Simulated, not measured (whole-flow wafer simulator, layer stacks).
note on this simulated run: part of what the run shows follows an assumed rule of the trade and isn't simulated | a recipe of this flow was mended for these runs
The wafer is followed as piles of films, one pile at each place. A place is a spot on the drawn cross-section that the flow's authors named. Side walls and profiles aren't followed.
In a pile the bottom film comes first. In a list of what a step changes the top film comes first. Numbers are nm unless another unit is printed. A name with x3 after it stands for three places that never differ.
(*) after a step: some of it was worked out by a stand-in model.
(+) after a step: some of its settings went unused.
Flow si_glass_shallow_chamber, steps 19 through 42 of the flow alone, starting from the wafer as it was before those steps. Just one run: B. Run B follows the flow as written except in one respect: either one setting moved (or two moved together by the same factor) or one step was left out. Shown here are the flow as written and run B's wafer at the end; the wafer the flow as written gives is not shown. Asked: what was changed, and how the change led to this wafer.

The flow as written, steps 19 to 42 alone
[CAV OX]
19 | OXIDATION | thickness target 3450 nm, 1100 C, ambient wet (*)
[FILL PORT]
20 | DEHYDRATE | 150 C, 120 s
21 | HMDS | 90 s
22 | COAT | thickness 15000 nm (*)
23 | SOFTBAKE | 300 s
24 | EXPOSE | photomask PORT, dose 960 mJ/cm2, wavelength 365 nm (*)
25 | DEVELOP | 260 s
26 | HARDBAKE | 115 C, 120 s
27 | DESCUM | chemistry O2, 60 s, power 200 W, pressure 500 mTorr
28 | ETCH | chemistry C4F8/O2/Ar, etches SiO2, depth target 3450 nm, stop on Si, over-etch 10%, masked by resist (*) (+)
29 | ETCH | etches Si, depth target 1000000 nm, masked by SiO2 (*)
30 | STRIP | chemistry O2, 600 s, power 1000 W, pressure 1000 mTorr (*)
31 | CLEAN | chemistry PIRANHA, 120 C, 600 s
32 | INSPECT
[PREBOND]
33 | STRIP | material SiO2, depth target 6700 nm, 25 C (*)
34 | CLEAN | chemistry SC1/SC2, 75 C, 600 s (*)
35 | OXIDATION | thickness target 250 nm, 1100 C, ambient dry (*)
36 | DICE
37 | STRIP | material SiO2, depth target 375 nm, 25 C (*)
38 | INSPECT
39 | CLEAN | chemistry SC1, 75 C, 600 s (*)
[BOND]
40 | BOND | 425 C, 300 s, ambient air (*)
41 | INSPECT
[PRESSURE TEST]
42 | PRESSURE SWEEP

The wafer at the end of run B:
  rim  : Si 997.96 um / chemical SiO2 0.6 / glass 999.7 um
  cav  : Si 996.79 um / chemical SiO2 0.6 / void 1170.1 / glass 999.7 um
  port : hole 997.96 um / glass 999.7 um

Cause: step 19, OXIDATION: thickness target 3864 nm was run, whereas the flow has thickness target 3450 nm.

The path from the change to this, step by step:
  19 | OXIDATION | thickness target 3450 nm, 1100 C, ambient wet (*)
      rim, ramp, septum, ring: SiO2 gains 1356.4, Si loses 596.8 (as written it would have been: SiO2 gains 1110.9, Si loses 488.8)
      cav, port: SiO2 gains 3864 (new film), chemical SiO2 loses 0.6 (all of it), Si loses 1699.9 (as written it would have been: SiO2 gains 3450 (new film), chemical SiO2 loses 0.6 (all of it), Si loses 1517.7)
  22 | COAT | thickness 15000 nm (*)
      rim: thick-i-line-resist gains 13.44 um (new film) (as written it would have been: thick-i-line-resist gains 13.4 um (new film))
      ramp: thick-i-line-resist gains 12.94 um (new film) (as written it would have been: thick-i-line-resist gains 12.89 um (new film))
      (also at 3 further places)
  23 | SOFTBAKE | 300 s
      rim: thick-i-line-resist loses 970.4 (as written it would have been: thick-i-line-resist loses 997)
      ramp: thick-i-line-resist loses 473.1 (as written it would have been: thick-i-line-resist loses 487.1)
      (also at 4 further places)
  25 | DEVELOP | 260 s
      port: thick-i-line-resist loses 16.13 um (all of it) (as written it would have been: thick-i-line-resist loses 16.16 um (all of it))
  28 | ETCH | chemistry C4F8/O2/Ar, etches SiO2, depth target 3450 nm, stop on Si, over-etch 10%, masked by resist (*) (+)
      port: SiO2 loses 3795 (as written it would have been: SiO2 loses 3450 (all of it), Si loses 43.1)
  29 | ETCH | etches Si, depth target 1000000 nm, masked by SiO2 (*)
      port: hole gains 996.98 um (new film), SiO2 loses 69 (all of it), Si loses 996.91 um (all of it) (as written it would have been: hole gains 997.05 um (new film), Si loses 997.05 um (all of it))
      rim, ramp: thick-i-line-resist loses 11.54 um (all of it), SiO2 loses 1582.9 (as written it would have been: thick-i-line-resist loses 11.47 um (all of it), SiO2 loses 1617.3)
      (also at 1 further place)
  30 | STRIP | chemistry O2, 600 s, power 1000 W, pressure 1000 mTorr (*)
      cav: thick-i-line-resist loses 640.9 (all of it) (as written it would have been: thick-i-line-resist loses 669.6 (all of it))
  33 | STRIP | material SiO2, depth target 6700 nm, 25 C (*)
      rim, ramp: SiO2 loses 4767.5 (all of it) (as written it would have been: SiO2 loses 4487.5 (all of it))
      cav: SiO2 loses 3864 (all of it) (as written it would have been: SiO2 loses 3450 (all of it))
      (also at 2 further places)
  40 | BOND | 425 C, 300 s, ambient air (*)
      cav: glass gains 999.7 um (new film), void gains 1170.1 (new film) (as written it would have been: glass gains 999.7 um (new film), void gains 1095.9 (new film))
      port: glass gains 999.7 um (new film), hole gains 979.2 (as written it would have been: glass gains 999.7 um (new film), hole gains 1017.3)
